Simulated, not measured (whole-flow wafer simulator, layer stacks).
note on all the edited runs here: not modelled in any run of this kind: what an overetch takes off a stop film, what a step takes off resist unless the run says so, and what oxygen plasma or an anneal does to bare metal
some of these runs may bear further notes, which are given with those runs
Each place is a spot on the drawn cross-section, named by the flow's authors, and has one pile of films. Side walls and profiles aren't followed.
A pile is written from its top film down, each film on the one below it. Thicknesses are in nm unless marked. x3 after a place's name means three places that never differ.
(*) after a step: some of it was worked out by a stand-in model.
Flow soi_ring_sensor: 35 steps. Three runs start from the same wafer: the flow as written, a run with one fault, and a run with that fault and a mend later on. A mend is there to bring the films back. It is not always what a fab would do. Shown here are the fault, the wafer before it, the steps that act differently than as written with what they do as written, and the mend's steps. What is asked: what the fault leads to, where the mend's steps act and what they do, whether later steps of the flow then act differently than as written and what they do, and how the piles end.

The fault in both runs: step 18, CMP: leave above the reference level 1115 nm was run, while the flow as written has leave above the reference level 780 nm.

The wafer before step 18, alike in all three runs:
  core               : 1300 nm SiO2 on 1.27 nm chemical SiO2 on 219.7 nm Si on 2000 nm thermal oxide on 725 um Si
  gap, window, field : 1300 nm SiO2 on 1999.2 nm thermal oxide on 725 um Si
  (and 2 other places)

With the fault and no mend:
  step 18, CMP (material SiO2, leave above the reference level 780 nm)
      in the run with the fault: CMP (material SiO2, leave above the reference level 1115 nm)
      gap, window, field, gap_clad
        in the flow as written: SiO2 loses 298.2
        in the run with the fault: nothing
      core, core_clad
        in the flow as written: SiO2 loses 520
        in the run with the fault: SiO2 loses 185
  Steps further on in the flow that do not act as written (2 other steps are not shown; they differ only slightly, by no more than 2% or 0.5 nm, whichever is larger):
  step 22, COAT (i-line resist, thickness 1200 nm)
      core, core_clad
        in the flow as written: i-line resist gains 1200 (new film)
        in the run with the fault: i-line resist gains 1167.9 (new film)
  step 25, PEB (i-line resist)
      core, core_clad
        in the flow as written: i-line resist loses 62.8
        in the run with the fault: i-line resist loses 61.1
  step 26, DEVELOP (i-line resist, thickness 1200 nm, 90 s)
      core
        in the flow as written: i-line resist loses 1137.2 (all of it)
        in the run with the fault: i-line resist loses 1106.4 (all of it)
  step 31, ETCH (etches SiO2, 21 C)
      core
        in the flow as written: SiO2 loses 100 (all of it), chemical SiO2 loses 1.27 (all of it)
        in the run with the fault: SiO2 loses 435 (all of it), chemical SiO2 loses 1.27 (all of it)
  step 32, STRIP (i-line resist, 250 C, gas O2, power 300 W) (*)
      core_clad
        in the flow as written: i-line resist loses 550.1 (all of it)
        in the run with the fault: i-line resist loses 519.4 (all of it)
  By the end, the piles at field, core_clad depart from the flow's by more than 2% or 0.5 nm, whichever is larger.
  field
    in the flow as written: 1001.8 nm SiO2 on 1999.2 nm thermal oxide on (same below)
    in the run with the fault: 1300 nm SiO2 on 1999.2 nm thermal oxide on (same below)
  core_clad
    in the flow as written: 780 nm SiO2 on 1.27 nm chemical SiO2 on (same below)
    in the run with the fault: 1115 nm SiO2 on 1.27 nm chemical SiO2 on (same below)

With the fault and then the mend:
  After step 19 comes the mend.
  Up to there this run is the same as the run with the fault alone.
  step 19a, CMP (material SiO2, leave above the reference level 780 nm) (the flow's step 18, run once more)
      gap, window, field, gap_clad
        SiO2 loses 298.2
      core, core_clad
        SiO2 loses 335
  Later steps of the flow that are run all act as written at every place that is followed.
  The piles end the same as the flow's at every place that both follow.
